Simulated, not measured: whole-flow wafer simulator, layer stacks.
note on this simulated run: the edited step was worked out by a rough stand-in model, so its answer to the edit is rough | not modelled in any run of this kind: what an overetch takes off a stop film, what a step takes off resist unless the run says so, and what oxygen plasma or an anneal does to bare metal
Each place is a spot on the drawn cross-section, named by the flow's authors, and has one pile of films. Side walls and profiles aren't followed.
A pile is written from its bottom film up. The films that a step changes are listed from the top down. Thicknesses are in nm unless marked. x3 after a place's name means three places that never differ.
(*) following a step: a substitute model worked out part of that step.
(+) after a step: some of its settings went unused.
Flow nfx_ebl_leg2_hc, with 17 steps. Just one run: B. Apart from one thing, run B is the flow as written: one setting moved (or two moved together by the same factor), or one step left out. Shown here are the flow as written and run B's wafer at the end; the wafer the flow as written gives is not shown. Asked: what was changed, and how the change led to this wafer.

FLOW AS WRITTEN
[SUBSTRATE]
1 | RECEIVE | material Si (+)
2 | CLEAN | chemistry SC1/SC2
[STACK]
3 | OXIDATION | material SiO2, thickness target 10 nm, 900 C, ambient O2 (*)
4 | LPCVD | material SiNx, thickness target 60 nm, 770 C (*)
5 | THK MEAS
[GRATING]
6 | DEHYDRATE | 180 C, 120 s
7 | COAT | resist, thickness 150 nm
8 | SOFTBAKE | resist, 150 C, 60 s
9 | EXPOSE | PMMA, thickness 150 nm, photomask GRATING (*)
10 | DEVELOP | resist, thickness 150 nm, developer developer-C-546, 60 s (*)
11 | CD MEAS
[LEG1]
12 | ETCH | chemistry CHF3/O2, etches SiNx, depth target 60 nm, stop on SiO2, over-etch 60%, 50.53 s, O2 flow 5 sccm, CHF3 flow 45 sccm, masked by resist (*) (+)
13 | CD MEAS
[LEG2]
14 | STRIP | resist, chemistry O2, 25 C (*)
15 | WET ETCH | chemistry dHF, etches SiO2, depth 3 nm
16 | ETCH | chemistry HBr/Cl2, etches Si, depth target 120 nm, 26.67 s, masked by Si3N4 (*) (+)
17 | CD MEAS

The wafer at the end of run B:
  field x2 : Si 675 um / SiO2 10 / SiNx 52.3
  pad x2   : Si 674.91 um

Cause: step 16, ETCH: depth target 81 nm was run, though the flow has depth target 120 nm; step 16, ETCH: 18 s was run, where the flow has 26.67 s.

The path from the change to this, step by step:
  16 | ETCH | chemistry HBr/Cl2, etches Si, depth target 120 nm, 26.67 s, masked by Si3N4 (*) (+)
      field x2: SiNx loses 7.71 (as written it would have been: SiNx loses 11.4)
      pad x2: Si loses 81 (as written it would have been: Si loses 120)
